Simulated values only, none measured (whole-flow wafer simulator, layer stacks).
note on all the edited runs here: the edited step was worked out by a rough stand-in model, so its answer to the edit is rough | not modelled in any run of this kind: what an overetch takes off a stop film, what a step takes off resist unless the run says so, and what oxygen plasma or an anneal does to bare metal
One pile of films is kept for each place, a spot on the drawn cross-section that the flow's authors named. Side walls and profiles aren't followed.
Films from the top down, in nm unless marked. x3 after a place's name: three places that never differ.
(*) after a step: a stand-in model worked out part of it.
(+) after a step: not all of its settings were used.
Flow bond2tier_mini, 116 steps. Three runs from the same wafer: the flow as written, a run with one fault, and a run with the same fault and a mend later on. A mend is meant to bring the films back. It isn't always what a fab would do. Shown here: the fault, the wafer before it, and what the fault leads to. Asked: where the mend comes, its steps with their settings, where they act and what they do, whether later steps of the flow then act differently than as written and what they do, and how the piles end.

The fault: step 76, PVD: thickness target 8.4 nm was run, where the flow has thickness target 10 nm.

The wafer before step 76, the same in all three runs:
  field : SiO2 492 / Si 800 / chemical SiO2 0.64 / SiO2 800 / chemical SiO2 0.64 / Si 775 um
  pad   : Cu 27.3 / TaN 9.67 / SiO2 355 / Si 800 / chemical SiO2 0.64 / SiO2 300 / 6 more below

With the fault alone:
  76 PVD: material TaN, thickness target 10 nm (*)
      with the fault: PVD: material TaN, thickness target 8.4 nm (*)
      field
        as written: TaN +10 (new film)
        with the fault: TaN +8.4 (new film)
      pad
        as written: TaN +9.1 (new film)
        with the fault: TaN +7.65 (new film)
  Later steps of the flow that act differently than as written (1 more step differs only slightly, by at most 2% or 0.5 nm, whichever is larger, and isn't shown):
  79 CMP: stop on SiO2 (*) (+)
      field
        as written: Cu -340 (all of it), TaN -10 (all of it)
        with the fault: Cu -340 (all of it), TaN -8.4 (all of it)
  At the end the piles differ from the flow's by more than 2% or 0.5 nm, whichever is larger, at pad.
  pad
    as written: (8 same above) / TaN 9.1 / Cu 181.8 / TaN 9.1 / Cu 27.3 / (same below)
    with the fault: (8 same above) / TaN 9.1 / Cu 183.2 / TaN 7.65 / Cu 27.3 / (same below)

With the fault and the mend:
  The mend comes after step 76.
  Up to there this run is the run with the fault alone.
  76a PVD: material TaN, thickness target 1.6 nm (*) (the flow's step 76 once more, with other settings)
      field
        TaN +1.6
      pad
        TaN +1.45
  No later step of the flow acts differently than as written at any place that is followed.
  At the end the piles are the same as the flow's at every place that both follow.
